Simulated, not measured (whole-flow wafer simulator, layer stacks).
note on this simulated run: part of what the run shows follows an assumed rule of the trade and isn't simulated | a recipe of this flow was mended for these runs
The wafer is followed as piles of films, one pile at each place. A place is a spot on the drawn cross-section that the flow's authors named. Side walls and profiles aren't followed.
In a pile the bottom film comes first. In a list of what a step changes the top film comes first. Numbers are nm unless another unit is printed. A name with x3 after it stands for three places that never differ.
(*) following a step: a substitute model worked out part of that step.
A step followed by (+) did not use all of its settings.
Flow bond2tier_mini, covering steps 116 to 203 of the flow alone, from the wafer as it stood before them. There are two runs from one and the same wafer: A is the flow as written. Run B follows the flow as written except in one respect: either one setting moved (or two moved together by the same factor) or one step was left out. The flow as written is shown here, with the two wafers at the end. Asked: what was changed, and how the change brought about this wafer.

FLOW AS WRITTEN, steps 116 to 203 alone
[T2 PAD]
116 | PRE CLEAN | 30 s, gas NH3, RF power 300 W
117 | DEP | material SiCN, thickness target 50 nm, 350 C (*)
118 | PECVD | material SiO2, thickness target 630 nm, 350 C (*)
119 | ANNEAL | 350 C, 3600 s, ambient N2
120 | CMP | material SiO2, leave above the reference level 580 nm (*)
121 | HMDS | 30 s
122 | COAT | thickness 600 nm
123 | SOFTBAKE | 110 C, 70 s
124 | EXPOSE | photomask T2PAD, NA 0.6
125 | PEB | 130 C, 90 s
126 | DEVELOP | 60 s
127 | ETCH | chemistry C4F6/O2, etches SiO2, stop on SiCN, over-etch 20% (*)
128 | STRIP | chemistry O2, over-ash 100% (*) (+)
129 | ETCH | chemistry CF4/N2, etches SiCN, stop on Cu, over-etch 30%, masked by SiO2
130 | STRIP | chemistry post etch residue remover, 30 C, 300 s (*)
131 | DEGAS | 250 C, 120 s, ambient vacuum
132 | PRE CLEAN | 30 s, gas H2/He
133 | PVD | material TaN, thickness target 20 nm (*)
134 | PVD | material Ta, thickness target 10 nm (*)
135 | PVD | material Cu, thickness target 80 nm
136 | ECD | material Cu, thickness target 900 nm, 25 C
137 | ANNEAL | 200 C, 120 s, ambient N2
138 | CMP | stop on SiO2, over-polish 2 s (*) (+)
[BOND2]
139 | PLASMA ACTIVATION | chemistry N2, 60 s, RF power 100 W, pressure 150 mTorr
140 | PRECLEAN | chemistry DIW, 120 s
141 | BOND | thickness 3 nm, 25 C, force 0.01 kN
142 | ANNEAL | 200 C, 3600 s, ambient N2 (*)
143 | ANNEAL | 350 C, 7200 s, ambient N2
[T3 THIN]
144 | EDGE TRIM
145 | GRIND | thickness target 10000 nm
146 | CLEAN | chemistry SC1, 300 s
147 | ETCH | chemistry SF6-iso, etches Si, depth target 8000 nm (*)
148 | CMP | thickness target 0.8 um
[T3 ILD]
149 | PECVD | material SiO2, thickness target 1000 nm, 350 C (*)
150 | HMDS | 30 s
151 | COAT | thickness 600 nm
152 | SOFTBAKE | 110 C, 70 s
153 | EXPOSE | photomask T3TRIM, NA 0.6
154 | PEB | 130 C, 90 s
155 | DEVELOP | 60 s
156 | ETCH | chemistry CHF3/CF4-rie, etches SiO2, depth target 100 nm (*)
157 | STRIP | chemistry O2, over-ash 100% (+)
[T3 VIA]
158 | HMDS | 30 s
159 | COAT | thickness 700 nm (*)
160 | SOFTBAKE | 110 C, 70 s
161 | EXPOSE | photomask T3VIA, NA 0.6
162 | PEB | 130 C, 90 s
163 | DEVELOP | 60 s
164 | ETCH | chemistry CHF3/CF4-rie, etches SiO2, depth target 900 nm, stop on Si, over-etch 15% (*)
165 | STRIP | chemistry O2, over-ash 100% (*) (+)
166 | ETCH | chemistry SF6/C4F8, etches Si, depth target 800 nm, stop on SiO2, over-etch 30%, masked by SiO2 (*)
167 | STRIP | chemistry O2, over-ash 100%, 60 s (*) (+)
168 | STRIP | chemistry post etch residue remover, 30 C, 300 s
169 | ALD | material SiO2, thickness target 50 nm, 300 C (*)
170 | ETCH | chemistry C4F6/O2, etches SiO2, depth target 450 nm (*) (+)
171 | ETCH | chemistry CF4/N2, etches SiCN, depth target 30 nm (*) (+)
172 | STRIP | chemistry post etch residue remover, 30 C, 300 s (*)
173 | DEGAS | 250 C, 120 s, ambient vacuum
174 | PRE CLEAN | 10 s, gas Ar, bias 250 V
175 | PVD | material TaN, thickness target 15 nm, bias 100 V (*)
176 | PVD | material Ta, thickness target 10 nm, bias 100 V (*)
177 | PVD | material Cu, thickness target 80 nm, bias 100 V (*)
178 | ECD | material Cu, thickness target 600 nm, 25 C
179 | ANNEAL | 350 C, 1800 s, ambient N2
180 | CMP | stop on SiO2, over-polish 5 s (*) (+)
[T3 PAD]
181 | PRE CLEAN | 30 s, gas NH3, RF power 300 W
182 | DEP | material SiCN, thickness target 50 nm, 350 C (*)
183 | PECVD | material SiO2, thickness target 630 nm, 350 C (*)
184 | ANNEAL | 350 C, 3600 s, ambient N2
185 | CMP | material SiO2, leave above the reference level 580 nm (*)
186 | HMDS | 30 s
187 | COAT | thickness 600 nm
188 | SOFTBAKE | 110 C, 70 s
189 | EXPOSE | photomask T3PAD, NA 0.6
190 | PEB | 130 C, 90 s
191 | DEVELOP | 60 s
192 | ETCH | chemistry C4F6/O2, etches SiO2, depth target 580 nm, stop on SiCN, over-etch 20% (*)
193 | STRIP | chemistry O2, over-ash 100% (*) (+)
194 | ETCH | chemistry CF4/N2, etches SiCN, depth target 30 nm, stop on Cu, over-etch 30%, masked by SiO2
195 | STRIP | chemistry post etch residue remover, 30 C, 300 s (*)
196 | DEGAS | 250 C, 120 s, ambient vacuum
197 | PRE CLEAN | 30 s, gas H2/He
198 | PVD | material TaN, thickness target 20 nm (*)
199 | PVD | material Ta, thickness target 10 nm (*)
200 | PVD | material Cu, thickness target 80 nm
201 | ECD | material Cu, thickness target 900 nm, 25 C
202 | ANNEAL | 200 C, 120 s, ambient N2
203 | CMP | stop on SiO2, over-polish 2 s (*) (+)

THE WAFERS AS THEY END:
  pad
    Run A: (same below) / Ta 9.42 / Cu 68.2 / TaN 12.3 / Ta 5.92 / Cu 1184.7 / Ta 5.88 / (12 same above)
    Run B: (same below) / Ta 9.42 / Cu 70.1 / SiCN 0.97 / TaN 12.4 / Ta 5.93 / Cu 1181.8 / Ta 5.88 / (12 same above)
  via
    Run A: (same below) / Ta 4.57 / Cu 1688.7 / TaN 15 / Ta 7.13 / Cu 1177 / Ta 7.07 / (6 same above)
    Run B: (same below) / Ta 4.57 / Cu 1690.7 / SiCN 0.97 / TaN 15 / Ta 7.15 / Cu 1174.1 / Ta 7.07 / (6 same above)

Cause: step 127, ETCH: over-etch 10.25% was run, while the flow as written has over-etch 20%.

How this came from the change, step by step:
  127 | ETCH | chemistry C4F6/O2, etches SiO2, stop on SiCN, over-etch 20% (*)
      pad, via: A SiO2 loses 580 (all of it), SiCN loses 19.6 | B SiO2 loses 580 (all of it), SiCN loses 10
      field: A thick-KrF-resist loses 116 | B thick-KrF-resist loses 106.6
  128 | STRIP | chemistry O2, over-ash 100% (*) (+)
      field: A thick-KrF-resist loses 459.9 (all of it) | B thick-KrF-resist loses 469.4 (all of it)
  129 | ETCH | chemistry CF4/N2, etches SiCN, stop on Cu, over-etch 30%, masked by SiO2
      pad, via: A SiCN loses 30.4 (all of it), Cu loses 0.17 | B SiCN loses 39
  130 | STRIP | chemistry post etch residue remover, 30 C, 300 s (*)
      pad, via: A Cu loses 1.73 | B nothing
With metal films that touch counted as one body, pad has 4 bodies (between them, from the top down: SiO2 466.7 / Si 800 / chemical SiO2 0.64 / SiO2 300 / SiCN 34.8; SiCN 0.97; SiO2 466.7 / Si 800 / chemical SiO2 0.64 / SiO2 300 / SiCN 34.8); the flow as written gives 3 bodies (between them, from the top down: SiO2 466.7 / Si 800 / chemical SiO2 0.64 / SiO2 300 / SiCN 34.8; SiO2 466.7 / Si 800 / chemical SiO2 0.64 / SiO2 300 / SiCN 34.8).
With metal films that touch counted as one body, via has 2 bodies (between them, from the top down: SiCN 0.97); the flow as written gives 1 body.
